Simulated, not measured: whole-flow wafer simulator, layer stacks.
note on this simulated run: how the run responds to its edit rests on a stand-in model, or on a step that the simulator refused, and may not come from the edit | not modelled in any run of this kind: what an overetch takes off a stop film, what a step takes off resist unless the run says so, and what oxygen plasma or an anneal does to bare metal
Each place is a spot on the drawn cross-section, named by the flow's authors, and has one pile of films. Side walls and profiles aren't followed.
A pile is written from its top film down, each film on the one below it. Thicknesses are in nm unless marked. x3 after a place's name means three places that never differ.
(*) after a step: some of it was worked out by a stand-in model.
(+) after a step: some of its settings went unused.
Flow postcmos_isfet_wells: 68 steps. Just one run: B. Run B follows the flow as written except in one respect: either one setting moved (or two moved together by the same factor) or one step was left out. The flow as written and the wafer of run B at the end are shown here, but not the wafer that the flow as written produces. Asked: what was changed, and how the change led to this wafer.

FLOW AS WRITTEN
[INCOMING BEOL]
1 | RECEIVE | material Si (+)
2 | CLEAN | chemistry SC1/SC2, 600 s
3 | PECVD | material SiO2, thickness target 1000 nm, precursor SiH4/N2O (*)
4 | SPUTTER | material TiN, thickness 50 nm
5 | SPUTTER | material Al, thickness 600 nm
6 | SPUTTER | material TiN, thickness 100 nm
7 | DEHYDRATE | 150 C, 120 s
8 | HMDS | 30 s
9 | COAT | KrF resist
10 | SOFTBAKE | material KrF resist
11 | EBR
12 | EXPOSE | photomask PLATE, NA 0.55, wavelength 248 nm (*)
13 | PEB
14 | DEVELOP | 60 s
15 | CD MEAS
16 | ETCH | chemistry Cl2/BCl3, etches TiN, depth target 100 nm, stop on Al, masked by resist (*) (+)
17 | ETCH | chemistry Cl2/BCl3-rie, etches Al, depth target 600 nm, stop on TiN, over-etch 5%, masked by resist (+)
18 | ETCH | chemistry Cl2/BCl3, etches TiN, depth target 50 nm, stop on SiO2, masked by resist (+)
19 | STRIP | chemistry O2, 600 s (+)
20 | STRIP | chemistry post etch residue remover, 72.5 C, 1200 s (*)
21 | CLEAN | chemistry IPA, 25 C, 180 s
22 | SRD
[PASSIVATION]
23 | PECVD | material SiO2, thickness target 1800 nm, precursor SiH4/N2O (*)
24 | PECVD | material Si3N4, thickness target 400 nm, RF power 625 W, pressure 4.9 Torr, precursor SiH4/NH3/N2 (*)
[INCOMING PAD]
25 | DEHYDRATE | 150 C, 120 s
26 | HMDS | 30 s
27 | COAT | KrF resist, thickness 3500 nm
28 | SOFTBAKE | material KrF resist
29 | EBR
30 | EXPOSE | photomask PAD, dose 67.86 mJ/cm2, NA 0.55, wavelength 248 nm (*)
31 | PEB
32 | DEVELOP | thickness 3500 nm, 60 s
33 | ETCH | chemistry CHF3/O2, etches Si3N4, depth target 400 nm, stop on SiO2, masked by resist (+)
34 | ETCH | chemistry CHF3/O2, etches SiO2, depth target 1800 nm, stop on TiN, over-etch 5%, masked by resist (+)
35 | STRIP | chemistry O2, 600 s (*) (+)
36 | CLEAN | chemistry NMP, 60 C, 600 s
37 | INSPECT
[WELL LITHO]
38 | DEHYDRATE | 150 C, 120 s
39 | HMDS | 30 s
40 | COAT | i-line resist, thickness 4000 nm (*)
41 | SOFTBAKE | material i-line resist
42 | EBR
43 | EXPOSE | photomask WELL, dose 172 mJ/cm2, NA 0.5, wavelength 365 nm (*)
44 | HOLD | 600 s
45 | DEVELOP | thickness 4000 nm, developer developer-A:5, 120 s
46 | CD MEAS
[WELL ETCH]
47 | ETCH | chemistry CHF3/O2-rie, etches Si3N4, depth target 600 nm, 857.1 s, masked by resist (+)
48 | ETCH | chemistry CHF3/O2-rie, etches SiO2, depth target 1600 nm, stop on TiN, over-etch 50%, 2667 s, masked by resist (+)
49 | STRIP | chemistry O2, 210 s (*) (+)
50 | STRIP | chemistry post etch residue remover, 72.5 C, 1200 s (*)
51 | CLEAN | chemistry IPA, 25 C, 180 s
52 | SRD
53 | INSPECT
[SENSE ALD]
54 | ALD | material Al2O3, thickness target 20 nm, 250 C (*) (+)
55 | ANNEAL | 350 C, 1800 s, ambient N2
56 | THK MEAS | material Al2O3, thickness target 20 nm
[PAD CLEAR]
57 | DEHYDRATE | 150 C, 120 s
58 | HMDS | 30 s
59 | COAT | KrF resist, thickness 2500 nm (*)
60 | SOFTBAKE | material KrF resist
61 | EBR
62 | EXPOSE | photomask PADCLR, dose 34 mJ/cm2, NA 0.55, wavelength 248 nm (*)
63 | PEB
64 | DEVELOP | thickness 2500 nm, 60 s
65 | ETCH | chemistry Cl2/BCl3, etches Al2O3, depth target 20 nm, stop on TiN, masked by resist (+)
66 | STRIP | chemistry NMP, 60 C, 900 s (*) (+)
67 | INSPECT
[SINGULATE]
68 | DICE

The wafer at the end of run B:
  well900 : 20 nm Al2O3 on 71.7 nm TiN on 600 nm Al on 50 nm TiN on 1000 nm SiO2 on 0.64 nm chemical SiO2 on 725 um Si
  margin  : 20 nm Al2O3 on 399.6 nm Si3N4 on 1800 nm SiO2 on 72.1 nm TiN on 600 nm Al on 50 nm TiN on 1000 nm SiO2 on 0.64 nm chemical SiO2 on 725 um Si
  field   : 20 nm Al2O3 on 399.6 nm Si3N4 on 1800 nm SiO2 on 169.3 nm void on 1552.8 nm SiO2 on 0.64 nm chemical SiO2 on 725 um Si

What caused this: step 6, SPUTTER: thickness 72.5 nm was run, though the flow has thickness 100 nm.

The path from the change to this, step by step:
  6 | SPUTTER | material TiN, thickness 100 nm
      field, margin, well900, well1300 x3, pad_rim, pad_clr, pad_open: +72.5 TiN (new film) (in the flow as written it would be: +100 TiN (new film))
  16 | ETCH | chemistry Cl2/BCl3, etches TiN, depth target 100 nm, stop on Al, masked by resist (*) (+)
      field: -72.5 TiN (all of it) (in the flow as written it would be: -100 TiN (all of it))
  23 | PECVD | material SiO2, thickness target 1800 nm, precursor SiH4/N2O (*)
      field: +1800 SiO2 (new film), +169.3 void (new film), +552.8 SiO2 (in the flow as written it would be: +1800 SiO2 (new film), +189.9 void (new film), +559.7 SiO2)
